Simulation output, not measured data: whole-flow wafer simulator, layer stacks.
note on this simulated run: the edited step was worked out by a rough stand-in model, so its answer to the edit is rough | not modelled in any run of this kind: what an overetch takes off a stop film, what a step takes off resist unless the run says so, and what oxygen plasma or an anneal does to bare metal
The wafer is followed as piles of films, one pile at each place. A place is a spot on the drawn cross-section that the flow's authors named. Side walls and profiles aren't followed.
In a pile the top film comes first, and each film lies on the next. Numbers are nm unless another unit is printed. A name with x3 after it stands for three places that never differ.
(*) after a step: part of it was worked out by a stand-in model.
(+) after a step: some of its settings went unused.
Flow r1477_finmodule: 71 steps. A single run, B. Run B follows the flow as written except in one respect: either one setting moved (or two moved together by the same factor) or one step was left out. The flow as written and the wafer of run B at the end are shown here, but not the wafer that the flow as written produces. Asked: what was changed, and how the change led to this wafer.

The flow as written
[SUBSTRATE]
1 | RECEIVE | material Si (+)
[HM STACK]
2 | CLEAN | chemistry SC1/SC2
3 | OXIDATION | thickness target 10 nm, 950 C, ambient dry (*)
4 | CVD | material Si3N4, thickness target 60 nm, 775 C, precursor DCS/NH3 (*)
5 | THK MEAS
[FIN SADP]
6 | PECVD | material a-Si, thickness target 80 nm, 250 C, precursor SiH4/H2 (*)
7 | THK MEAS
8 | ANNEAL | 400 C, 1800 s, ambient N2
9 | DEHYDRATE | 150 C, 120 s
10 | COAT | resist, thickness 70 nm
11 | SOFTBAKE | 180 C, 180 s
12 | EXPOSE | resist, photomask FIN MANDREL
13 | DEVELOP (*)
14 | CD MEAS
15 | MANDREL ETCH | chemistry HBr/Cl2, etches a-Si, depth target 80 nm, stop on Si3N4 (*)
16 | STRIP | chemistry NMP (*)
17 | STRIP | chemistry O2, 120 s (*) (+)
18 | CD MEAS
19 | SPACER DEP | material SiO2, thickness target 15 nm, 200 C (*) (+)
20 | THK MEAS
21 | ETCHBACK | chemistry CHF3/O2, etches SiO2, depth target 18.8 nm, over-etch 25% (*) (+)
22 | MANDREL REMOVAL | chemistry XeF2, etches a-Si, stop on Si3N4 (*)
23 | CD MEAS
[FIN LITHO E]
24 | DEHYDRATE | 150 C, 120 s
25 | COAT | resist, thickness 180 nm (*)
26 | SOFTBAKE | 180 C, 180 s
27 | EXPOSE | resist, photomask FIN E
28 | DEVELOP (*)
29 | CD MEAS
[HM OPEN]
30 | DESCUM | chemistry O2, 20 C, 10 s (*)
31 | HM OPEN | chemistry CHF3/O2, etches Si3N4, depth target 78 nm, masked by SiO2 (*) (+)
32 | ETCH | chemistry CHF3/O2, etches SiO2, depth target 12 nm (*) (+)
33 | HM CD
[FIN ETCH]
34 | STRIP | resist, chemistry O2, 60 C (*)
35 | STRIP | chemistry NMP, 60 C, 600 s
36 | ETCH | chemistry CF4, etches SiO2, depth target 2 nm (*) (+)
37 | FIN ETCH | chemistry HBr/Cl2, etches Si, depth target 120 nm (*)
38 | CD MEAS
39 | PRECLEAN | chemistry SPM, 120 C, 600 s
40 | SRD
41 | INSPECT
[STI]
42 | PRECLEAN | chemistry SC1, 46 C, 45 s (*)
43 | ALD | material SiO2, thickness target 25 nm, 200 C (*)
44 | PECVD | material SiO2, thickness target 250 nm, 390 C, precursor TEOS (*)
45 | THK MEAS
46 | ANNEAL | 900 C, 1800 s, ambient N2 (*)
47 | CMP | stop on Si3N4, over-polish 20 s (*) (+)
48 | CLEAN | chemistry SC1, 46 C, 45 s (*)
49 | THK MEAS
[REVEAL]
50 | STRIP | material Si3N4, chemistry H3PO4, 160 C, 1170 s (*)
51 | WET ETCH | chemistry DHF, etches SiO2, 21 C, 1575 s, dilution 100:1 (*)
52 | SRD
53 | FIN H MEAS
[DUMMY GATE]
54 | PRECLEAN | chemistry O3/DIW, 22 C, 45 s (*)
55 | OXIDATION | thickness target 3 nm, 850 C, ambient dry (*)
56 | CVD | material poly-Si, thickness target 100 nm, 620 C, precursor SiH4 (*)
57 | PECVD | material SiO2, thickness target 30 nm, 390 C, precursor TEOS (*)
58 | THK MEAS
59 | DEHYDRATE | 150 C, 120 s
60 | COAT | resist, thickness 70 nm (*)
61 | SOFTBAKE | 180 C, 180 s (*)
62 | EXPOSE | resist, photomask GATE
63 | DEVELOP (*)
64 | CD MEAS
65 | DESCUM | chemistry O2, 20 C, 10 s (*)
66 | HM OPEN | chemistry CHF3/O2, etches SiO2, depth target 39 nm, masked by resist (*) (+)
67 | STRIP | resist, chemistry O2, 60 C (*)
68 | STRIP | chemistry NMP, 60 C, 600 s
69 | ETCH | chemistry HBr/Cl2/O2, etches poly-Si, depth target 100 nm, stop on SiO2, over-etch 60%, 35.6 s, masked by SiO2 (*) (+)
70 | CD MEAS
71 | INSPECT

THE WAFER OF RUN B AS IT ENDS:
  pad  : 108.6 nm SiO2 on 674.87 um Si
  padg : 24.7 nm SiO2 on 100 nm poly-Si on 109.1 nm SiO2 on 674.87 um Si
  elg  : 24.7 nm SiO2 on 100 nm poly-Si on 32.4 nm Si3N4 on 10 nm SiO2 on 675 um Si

Cause: step 51, WET ETCH: 19.28 C was run, though the flow has 21 C.

The path from the change to this, step by step:
  51 | WET ETCH | chemistry DHF, etches SiO2, 21 C, 1575 s, dilution 100:1 (*)
      pad, padg, e40sg and 12 more: -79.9 SiO2 (as written it would have been: -85.7 SiO2)
      elg, e40lg, e100lg, e200lg, elo, e40lo, e100lo, e200lo: -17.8 SiO2 (all of it), -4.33 Si3N4 (as written it would have been: -17.8 SiO2 (all of it), -4.97 Si3N4)
      (also at 7 further places)
  56 | CVD | material poly-Si, thickness target 100 nm, 620 C, precursor SiH4 (*)
      s40cg, s40co: +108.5 poly-Si (new film) (as written it would have been: +113.9 poly-Si (new film))
      s45cg, s45co: +108 poly-Si (new film) (as written it would have been: +113.4 poly-Si (new film))
      (also at 3 further places)
  60 | COAT | resist, thickness 70 nm (*)
      e40sg, e40so: +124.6 resist (new film) (as written it would have been: +129.5 resist (new film))
      e100sg, e100so: +124.5 resist (new film) (as written it would have been: +129.4 resist (new film))
      (also at 9 further places)
  63 | DEVELOP (*)
      eso: -124.5 resist (all of it) (as written it would have been: -129.5 resist (all of it))
      e40so: -124.6 resist (all of it) (as written it would have been: -129.5 resist (all of it))
      (also at 5 further places)
  67 | STRIP | resist, chemistry O2, 60 C (*)
      e40sg: -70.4 resist (all of it) (as written it would have been: -75.4 resist (all of it))
      e100sg: -70.4 resist (all of it) (as written it would have been: -75.3 resist (all of it))
      (also at 4 further places)
  69 | ETCH | chemistry HBr/Cl2/O2, etches poly-Si, depth target 100 nm, stop on SiO2, over-etch 60%, 35.6 s, masked by SiO2 (*) (+)
      s40co: -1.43 chemical SiO2 (all of it), -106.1 poly-Si (all of it), -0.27 SiO2 (as written it would have been: -1.46 chemical SiO2 (all of it), -111.5 poly-Si (all of it), -0.24 SiO2)
      s45co: -1.43 chemical SiO2 (all of it), -105.6 poly-Si (all of it), -0.27 SiO2 (as written it would have been: -1.46 chemical SiO2 (all of it), -110.9 poly-Si (all of it), -0.25 SiO2)
      (also at 1 further place)
